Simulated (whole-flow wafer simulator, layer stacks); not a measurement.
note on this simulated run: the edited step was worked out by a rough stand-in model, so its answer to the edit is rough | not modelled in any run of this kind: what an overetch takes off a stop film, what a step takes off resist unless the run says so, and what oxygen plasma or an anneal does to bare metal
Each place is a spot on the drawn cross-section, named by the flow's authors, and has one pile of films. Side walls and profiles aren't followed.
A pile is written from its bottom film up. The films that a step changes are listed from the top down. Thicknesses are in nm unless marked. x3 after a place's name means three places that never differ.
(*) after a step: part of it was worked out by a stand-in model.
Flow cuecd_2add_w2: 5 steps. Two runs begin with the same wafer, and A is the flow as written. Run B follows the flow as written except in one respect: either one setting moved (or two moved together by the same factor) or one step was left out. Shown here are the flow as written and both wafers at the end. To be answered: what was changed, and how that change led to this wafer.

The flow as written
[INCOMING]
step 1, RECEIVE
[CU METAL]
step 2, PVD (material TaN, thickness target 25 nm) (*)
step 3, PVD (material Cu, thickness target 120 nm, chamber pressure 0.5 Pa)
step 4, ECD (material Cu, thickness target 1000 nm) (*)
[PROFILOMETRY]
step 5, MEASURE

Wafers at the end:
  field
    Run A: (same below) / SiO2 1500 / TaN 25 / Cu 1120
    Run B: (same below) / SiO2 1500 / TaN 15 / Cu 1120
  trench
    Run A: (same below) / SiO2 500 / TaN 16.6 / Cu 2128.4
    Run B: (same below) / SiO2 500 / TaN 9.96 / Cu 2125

Cause: step 2, PVD: thickness target 15 nm was run, whereas the flow has thickness target 25 nm.
The wafer lets one read it off: field has TaN 15, and step 2 as written asks for 25 nm.

The path from the change to this, step by step:
  step 2, PVD (material TaN, thickness target 25 nm) (*)
      field: A TaN gains 25 (new film) | B TaN gains 15 (new film)
      trench: A TaN gains 16.6 (new film) | B TaN gains 9.96 (new film)
